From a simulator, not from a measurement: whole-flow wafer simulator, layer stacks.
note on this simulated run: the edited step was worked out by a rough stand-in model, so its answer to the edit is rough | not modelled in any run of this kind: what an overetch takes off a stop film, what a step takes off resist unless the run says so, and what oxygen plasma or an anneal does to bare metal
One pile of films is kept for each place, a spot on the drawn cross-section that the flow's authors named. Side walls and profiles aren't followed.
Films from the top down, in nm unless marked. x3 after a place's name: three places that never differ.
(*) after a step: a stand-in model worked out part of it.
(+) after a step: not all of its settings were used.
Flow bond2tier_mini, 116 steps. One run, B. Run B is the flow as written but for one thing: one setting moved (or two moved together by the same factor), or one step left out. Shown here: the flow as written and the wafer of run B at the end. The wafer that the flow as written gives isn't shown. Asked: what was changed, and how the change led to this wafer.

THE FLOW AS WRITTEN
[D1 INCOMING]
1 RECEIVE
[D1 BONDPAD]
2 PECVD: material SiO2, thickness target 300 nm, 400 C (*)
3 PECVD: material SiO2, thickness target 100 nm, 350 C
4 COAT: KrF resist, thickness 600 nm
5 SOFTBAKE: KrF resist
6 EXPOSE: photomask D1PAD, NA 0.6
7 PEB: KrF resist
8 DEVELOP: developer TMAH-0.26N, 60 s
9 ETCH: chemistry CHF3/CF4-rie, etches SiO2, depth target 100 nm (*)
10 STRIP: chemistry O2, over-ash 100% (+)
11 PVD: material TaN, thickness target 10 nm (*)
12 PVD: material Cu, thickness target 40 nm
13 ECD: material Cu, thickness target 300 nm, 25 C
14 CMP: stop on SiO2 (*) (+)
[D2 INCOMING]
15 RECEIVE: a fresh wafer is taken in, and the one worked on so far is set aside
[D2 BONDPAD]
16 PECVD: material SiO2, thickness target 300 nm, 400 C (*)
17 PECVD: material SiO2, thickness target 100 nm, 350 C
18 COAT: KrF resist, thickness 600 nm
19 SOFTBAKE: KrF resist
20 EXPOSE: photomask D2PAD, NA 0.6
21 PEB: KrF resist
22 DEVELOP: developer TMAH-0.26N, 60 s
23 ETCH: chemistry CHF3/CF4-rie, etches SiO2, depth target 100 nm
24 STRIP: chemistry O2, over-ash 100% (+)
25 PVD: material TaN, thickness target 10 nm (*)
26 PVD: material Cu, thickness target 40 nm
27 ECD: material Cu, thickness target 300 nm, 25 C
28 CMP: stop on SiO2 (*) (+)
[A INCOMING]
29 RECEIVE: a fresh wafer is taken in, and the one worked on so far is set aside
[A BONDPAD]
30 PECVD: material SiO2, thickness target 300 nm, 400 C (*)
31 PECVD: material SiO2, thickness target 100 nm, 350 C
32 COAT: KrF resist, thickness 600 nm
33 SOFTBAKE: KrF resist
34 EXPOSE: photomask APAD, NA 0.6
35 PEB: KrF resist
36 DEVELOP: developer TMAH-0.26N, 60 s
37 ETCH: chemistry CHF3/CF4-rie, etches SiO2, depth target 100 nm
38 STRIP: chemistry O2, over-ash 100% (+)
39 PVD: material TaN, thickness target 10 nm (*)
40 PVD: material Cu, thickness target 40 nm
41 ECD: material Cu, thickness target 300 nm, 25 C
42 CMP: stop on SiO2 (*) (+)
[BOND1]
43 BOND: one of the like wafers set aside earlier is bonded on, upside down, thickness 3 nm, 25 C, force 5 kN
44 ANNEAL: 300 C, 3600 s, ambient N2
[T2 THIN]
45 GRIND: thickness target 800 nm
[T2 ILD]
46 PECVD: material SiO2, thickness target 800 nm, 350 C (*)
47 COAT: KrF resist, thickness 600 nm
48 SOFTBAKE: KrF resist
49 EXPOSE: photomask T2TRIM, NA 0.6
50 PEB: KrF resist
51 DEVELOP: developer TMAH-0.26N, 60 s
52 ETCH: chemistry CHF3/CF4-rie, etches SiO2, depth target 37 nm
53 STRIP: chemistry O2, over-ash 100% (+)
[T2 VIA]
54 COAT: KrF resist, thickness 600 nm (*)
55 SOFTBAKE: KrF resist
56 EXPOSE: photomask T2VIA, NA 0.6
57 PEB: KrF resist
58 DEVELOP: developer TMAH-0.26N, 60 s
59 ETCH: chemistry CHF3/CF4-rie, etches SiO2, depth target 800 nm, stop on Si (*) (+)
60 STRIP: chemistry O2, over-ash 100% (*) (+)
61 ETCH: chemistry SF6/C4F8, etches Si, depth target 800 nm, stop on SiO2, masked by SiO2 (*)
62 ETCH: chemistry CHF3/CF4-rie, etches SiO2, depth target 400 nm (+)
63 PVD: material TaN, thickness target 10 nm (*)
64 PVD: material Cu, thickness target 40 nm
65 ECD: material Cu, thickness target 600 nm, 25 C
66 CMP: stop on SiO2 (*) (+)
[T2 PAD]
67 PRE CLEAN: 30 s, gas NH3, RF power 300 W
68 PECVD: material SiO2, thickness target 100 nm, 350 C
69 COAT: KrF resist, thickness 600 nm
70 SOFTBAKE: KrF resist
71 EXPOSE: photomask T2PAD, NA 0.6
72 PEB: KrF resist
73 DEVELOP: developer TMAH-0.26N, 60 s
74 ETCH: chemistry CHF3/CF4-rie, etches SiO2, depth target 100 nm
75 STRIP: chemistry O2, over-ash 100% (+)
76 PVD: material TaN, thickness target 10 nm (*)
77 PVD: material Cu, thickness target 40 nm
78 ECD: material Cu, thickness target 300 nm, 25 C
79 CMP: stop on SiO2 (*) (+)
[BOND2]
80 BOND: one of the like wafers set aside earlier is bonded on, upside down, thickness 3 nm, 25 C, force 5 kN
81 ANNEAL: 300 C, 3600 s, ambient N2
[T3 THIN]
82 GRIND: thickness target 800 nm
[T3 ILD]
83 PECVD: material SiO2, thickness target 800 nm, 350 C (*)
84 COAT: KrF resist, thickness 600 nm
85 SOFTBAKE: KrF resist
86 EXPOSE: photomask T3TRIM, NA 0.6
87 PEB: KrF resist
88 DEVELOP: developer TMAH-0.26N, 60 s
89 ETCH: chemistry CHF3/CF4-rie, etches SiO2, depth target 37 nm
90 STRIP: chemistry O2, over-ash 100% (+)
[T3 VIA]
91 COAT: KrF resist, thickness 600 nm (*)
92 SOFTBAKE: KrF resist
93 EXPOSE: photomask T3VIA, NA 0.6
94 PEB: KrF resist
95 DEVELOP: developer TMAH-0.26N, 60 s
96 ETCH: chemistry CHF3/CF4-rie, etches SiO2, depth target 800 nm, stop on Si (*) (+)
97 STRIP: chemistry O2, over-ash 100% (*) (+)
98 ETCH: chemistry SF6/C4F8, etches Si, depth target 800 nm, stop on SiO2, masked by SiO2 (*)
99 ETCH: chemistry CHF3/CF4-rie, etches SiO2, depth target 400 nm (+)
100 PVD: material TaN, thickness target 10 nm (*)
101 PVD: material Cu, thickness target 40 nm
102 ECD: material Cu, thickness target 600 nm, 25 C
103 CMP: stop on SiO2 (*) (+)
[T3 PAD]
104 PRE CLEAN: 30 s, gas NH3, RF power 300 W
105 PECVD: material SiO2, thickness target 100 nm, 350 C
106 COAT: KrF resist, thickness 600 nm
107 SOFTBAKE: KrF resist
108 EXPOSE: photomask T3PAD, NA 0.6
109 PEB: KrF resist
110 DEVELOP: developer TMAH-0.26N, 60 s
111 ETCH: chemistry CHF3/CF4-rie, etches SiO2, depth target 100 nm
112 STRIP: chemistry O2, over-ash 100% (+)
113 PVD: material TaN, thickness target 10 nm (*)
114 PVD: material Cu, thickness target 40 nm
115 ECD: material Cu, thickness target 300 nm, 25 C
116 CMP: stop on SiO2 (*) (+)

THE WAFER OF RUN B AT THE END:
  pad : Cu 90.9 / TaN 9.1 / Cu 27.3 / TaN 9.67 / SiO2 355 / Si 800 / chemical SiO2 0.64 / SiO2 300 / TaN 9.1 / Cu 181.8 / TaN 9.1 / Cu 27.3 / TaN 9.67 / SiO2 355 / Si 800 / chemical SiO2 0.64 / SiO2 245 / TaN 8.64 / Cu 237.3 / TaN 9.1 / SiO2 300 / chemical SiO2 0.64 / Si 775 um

The cause: step 9, ETCH: depth target 155 nm was run, where the flow has depth target 100 nm.

How the change led to this, step by step:
  9 ETCH: chemistry CHF3/CF4-rie, etches SiO2, depth target 100 nm (*)
      pad, via: SiO2 -155 (as written it would be: SiO2 -100)
      field: KrF resist -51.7 (as written it would be: KrF resist -33.3)
  10 STRIP: chemistry O2, over-ash 100% (+)
      field: KrF resist -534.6 (all of it) (as written it would be: KrF resist -552.9 (all of it))
  12 PVD: material Cu, thickness target 40 nm
      pad: Cu +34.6 (new film) (as written it would be: Cu +36.4 (new film))
  13 ECD: material Cu, thickness target 300 nm, 25 C
      pad: Cu +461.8 (as written it would be: Cu +404.5)
      via: Cu +455.6 (as written it would be: Cu +400.2)
  43 BOND: one of the like wafers set aside earlier is bonded on, upside down, thickness 3 nm, 25 C, force 5 kN
      pad: Si +775 um (new film), chemical SiO2 +0.64 (new film), SiO2 +245 (new film), TaN +8.64 (new film), Cu +146.4 (as written it would be: Si +775 um (new film), chemical SiO2 +0.64 (new film), SiO2 +300 (new film), TaN +9.1 (new film), Cu +90.9)
      via: Si +775 um (new film), chemical SiO2 +0.64 (new film), SiO2 +245 (new film), TaN +9.9 (new film), Cu +145.1 (as written it would be: Si +775 um (new film), chemical SiO2 +0.64 (new film), SiO2 +300 (new film), TaN +9.97 (new film), Cu +90)
